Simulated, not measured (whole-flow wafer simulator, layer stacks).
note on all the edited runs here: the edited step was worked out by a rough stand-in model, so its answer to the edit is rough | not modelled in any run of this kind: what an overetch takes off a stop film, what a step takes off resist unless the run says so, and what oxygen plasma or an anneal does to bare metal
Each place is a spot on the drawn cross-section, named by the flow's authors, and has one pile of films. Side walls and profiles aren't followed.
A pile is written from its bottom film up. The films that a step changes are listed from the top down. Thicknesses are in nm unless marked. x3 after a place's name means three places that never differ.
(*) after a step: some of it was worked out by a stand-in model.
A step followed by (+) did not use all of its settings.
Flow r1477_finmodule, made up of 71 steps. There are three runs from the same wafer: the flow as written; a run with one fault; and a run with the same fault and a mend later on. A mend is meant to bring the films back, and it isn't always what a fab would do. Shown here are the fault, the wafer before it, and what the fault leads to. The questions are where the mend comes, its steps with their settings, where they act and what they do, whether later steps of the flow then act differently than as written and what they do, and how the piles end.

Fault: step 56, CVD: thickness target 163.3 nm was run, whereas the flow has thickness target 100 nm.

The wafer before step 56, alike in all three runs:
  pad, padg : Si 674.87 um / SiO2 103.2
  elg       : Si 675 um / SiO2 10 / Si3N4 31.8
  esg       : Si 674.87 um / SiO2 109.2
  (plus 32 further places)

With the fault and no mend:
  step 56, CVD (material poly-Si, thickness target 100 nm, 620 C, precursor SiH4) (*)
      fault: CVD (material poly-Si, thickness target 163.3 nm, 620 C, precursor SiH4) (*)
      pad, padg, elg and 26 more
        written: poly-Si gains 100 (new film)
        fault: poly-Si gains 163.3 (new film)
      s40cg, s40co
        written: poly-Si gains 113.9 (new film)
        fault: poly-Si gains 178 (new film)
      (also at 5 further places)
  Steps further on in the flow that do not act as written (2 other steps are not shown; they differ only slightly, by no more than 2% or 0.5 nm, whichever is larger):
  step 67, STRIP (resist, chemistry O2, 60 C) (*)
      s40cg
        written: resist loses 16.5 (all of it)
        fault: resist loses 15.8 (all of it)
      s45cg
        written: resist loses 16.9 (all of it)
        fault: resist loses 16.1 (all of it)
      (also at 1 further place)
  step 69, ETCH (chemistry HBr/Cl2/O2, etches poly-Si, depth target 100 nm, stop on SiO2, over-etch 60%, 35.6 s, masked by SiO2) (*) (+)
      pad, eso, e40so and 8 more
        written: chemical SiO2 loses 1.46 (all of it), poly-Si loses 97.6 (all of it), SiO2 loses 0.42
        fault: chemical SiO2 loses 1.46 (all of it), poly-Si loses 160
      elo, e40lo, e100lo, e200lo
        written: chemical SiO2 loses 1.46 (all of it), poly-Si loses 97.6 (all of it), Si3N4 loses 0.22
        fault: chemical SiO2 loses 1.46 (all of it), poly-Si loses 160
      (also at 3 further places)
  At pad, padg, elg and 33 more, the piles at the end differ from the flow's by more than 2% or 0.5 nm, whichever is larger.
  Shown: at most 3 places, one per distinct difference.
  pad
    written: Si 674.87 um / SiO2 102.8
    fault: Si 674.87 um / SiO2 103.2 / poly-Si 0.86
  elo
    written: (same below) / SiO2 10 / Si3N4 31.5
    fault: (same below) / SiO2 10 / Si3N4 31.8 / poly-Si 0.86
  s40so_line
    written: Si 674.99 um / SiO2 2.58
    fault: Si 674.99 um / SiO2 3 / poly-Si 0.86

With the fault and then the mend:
  The mend follows step 56.
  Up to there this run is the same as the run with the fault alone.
  step 56a, ETCH (chemistry tmah, depth target 288.2 nm)
      pad, padg, elg and 26 more
        poly-Si loses 163.3 (all of it)
      s40cg, s40co
        poly-Si loses 178 (all of it)
      s45cg, s45co
        poly-Si loses 177.7 (all of it)
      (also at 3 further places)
  step 56b, CLEAN (chemistry SC1, 46 C, 45 s) (*) (the flow's step 48 again)
      s40sg_line, s45sg_line, s50sg_line, s40so_line, s45so_line, s50so_line
        SiO2 loses 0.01
  step 56c, CVD (material poly-Si, thickness target 100 nm, 620 C, precursor SiH4) (*) (the flow's step 56 again)
      pad, padg, elg and 26 more
        poly-Si gains 100 (new film)
      s40cg, s40co
        poly-Si gains 113.9 (new film)
      s45cg, s45co
        poly-Si gains 113.4 (new film)
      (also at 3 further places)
  None of the later steps of the flow differs from how it acts as written, at any place that is followed, by more than 2% or 0.5 nm, whichever is larger.
  The piles end only slightly different from the flow's at the places that both follow, by no more than 2% or 0.5 nm, whichever is larger.
